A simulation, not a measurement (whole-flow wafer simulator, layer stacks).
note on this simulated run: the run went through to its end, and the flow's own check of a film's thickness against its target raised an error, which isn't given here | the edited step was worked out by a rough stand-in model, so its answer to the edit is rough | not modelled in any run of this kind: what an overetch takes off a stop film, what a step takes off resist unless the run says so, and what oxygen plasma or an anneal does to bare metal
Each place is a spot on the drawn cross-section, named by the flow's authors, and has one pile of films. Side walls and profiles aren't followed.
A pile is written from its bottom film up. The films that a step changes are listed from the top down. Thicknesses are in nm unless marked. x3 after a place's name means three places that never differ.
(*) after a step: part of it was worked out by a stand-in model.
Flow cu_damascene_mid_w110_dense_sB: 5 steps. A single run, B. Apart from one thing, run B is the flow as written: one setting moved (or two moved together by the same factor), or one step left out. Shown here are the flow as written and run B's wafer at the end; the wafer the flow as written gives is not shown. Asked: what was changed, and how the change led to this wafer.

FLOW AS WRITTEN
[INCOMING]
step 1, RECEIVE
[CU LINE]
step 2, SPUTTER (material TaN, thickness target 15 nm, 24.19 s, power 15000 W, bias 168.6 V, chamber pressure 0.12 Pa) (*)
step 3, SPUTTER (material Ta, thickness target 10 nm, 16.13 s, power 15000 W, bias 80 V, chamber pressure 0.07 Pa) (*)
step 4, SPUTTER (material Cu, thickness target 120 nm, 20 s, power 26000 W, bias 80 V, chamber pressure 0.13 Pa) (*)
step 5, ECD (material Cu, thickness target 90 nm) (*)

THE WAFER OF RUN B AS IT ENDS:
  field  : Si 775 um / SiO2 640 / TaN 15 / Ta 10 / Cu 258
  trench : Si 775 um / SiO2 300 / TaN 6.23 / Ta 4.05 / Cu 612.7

What caused this: step 4, SPUTTER: 28 s was run, while the flow as written has 20 s.

How this came from the change, step by step:
  step 4, SPUTTER (material Cu, thickness target 120 nm, 20 s, power 26000 W, bias 80 V, chamber pressure 0.13 Pa) (*)
      field: Cu gains 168 (new film) (as written it would have been: Cu gains 120 (new film))
      trench: Cu gains 69.9 (new film) (as written it would have been: Cu gains 49.9 (new film))
  step 5, ECD (material Cu, thickness target 90 nm) (*)
      trench: Cu gains 542.8 (as written it would have been: Cu gains 514.8)
